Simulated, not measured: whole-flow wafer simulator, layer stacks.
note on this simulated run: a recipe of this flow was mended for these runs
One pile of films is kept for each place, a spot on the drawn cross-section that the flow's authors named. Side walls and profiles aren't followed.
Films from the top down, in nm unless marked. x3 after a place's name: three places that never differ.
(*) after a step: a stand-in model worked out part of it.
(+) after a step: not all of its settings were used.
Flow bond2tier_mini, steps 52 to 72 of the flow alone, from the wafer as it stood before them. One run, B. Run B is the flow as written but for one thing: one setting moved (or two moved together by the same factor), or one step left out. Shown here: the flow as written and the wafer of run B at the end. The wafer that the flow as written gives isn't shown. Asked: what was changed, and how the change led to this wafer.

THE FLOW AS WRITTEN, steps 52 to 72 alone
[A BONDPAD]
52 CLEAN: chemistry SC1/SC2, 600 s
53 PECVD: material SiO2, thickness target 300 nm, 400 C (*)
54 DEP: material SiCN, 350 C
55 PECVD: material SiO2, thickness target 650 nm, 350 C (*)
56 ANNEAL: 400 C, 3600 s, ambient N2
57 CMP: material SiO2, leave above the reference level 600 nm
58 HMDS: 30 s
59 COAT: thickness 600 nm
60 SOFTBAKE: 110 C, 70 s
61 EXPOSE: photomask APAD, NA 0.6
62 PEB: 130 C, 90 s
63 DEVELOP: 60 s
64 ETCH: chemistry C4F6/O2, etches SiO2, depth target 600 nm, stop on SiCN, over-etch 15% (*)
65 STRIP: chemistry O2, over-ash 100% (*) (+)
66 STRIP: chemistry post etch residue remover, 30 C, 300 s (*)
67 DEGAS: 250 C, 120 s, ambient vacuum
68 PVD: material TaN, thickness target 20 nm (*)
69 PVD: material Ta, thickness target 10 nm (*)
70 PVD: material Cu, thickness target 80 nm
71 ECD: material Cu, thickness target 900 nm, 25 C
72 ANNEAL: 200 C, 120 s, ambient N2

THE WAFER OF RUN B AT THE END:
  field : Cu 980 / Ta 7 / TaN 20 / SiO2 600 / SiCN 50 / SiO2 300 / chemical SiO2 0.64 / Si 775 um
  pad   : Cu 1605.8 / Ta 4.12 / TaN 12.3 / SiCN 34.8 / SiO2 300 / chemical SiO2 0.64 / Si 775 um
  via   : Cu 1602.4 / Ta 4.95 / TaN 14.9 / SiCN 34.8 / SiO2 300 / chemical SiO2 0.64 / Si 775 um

The cause: step 69, PVD: thickness target 7 nm was run, where the flow has thickness target 10 nm.
It can be read off the wafer: field has Ta 7, and step 69 as written asks for 10 nm.

How the change led to this, step by step:
  69 PVD: material Ta, thickness target 10 nm (*)
      field: Ta +7 (new film) (as written it would be: Ta +10 (new film))
      pad: Ta +4.12 (new film) (as written it would be: Ta +5.88 (new film))
      (and at 1 more place)
